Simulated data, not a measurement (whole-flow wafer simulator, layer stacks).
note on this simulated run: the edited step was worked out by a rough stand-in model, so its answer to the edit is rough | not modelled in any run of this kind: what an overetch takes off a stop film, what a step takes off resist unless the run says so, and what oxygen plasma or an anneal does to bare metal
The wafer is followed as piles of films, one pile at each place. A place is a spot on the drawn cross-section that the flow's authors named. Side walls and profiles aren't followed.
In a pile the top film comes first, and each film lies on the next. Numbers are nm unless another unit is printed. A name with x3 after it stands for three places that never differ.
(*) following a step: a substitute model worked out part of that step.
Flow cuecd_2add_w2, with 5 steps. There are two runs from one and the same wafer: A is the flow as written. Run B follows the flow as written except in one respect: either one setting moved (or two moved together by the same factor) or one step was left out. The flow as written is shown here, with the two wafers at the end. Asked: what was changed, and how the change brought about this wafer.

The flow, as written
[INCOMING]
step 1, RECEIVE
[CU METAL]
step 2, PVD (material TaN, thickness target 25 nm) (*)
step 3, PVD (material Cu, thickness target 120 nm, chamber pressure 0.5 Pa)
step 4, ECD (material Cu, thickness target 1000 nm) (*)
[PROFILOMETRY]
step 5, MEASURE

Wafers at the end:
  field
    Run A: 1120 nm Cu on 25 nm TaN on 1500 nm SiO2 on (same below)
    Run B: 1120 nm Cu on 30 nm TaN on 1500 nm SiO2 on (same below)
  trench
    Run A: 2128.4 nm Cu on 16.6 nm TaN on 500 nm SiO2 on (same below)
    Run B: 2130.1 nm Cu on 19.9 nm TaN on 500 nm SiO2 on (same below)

Cause: step 2, PVD: thickness target 30 nm was run, whereas the flow has thickness target 25 nm.
The wafer lets one read it off: field has TaN 30, and step 2 as written asks for 25 nm.

The path from the change to this, step by step:
  step 2, PVD (material TaN, thickness target 25 nm) (*)
      field: A TaN gains 25 (new film) | B TaN gains 30 (new film)
      trench: A TaN gains 16.6 (new film) | B TaN gains 19.9 (new film)
